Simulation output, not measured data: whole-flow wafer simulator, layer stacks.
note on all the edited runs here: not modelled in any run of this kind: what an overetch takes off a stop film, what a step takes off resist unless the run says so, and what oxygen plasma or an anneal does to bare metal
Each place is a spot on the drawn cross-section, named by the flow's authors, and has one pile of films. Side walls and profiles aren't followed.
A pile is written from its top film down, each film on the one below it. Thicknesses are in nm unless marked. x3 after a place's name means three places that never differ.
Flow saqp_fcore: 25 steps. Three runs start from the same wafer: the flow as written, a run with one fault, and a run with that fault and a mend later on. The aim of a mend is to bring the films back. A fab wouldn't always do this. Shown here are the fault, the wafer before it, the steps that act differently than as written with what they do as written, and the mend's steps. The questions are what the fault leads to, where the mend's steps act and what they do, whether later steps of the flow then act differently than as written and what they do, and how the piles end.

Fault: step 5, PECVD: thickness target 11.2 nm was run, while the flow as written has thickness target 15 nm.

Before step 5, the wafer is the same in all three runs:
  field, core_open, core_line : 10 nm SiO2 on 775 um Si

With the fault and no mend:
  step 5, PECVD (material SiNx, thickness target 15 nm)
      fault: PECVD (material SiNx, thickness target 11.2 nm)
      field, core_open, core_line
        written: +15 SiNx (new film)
        fault: +11.2 SiNx (new film)
  None of the later steps of the flow acts differently than as written at any place that is followed.
  By the end, the piles at field, core_open, core_line depart from the flow's by more than 2% or 0.5 nm, whichever is larger.
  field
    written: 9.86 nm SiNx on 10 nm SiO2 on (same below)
    fault: 6.06 nm SiNx on 10 nm SiO2 on (same below)
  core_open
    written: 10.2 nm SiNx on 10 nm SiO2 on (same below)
    fault: 6.38 nm SiNx on 10 nm SiO2 on (same below)
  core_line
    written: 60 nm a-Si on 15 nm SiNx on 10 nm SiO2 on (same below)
    fault: 60 nm a-Si on 11.2 nm SiNx on 10 nm SiO2 on (same below)

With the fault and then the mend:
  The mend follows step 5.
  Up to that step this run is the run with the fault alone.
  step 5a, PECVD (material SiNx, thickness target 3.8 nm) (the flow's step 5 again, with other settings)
      field, core_open, core_line
        +3.8 SiNx
  None of the later steps of the flow acts differently than as written at any place that is followed.
  The piles end the same as the flow's at every place that both follow.
